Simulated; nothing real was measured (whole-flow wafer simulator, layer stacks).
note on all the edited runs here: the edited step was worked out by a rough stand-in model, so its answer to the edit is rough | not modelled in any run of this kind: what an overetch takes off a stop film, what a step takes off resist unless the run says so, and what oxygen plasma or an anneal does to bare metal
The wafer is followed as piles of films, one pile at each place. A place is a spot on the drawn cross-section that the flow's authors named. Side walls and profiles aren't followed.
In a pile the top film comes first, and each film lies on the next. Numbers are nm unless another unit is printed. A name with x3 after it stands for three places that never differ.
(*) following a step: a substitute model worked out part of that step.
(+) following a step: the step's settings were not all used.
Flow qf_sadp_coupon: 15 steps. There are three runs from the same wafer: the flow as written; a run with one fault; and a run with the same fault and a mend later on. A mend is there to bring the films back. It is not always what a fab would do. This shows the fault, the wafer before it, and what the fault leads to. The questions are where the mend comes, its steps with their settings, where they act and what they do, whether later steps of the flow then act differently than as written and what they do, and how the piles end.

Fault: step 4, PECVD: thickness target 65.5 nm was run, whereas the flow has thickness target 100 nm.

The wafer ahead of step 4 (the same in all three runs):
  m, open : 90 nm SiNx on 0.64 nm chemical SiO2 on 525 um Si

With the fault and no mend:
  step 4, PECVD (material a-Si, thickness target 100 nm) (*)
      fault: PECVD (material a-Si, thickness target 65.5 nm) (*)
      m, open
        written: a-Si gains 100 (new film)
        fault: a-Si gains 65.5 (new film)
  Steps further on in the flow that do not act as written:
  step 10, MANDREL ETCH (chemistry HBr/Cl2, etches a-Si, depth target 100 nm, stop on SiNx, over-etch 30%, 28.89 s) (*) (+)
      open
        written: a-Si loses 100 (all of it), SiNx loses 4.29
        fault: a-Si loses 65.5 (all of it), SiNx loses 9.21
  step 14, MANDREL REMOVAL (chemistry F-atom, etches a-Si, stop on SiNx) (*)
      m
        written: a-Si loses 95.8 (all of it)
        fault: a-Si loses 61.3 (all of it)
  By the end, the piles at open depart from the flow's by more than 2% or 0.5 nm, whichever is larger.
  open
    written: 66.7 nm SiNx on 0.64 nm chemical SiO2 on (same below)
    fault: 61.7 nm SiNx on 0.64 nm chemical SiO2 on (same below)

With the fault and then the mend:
  The mend stands after step 4.
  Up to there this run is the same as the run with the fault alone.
  step 4a, ETCH (chemistry tmah, depth target 75.33 nm)
      m, open
        a-Si loses 65.5 (all of it)
  step 4b, PECVD (material a-Si, thickness target 100 nm) (*) (a further turn of the flow's step 4)
      m, open
        a-Si gains 100 (new film)
  Later steps of the flow that are run all act as written at every place that is followed.
  The piles end the same as the flow's at every place that both follow.
